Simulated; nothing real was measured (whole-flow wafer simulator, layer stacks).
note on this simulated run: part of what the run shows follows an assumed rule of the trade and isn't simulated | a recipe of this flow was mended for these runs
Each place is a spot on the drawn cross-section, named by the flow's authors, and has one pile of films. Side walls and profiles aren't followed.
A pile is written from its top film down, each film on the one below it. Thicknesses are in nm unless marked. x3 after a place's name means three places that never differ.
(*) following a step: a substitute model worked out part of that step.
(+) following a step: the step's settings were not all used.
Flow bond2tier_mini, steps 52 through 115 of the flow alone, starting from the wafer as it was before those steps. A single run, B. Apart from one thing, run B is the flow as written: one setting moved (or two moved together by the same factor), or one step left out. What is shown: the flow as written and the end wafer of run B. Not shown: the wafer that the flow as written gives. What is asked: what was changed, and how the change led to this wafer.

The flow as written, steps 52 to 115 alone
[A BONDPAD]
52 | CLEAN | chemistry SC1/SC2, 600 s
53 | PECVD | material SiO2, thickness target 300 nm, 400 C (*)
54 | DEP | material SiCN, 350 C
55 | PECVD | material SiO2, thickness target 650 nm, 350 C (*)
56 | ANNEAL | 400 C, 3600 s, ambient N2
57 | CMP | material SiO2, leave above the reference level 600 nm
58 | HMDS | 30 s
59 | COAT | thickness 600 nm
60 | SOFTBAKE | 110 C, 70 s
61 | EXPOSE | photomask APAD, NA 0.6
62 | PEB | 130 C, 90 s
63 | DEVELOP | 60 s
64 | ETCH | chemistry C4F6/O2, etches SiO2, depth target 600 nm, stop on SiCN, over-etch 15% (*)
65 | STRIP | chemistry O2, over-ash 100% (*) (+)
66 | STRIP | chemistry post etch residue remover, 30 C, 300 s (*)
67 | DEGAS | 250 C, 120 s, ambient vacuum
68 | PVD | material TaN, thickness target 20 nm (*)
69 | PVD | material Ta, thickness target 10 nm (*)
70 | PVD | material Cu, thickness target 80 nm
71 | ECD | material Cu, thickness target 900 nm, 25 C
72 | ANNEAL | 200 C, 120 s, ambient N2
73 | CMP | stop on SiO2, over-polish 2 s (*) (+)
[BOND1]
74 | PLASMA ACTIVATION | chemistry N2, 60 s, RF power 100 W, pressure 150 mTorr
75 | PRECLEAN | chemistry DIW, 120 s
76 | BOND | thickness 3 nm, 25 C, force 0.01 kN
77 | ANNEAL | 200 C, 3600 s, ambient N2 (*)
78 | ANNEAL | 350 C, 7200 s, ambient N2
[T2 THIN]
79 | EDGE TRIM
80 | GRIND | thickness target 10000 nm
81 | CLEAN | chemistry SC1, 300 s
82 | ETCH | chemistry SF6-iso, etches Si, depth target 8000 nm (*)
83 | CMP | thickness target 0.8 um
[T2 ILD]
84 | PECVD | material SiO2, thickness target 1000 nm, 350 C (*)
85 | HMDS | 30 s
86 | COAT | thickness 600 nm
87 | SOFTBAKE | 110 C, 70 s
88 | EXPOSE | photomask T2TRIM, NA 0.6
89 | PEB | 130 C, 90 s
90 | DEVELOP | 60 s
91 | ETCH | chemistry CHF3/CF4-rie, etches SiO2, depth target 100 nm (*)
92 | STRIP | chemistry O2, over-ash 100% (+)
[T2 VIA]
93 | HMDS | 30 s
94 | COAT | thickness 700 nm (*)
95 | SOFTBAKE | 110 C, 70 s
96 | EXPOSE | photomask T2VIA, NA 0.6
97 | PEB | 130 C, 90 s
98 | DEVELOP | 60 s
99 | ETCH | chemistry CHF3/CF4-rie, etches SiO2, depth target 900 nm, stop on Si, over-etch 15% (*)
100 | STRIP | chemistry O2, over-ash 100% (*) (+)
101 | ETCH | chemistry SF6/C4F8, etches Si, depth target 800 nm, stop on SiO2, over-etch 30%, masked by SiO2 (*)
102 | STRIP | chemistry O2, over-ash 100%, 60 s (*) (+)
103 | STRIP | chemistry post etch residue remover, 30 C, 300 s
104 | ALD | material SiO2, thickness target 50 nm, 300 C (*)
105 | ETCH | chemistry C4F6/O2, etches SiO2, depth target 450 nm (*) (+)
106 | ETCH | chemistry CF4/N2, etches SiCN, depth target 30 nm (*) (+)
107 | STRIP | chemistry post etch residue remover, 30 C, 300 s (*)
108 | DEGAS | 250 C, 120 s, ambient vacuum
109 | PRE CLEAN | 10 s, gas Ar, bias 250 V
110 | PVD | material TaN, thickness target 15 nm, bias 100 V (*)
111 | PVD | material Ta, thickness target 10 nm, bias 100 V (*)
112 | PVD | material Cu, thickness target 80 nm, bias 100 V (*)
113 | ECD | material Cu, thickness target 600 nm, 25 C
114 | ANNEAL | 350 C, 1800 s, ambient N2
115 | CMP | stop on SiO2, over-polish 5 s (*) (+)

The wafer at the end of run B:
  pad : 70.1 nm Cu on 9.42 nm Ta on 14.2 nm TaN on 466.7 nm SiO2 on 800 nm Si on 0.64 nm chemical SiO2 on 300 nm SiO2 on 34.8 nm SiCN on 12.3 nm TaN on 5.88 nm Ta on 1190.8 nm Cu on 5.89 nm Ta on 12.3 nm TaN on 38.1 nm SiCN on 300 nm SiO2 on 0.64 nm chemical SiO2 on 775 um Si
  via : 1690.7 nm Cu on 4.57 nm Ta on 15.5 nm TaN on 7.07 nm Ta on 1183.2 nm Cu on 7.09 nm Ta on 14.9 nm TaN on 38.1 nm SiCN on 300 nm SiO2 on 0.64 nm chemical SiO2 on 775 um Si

What caused this: step 64, ETCH: over-etch 11.8% was run, whereas the flow has over-etch 15%.

The path from the change to this, step by step:
  64 | ETCH | chemistry C4F6/O2, etches SiO2, depth target 600 nm, stop on SiCN, over-etch 15% (*)
      pad, via: -600 SiO2 (all of it), -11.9 SiCN (as written it would have been: -600 SiO2 (all of it), -15.2 SiCN)
      field: -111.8 thick-KrF-resist (as written it would have been: -115 thick-KrF-resist)
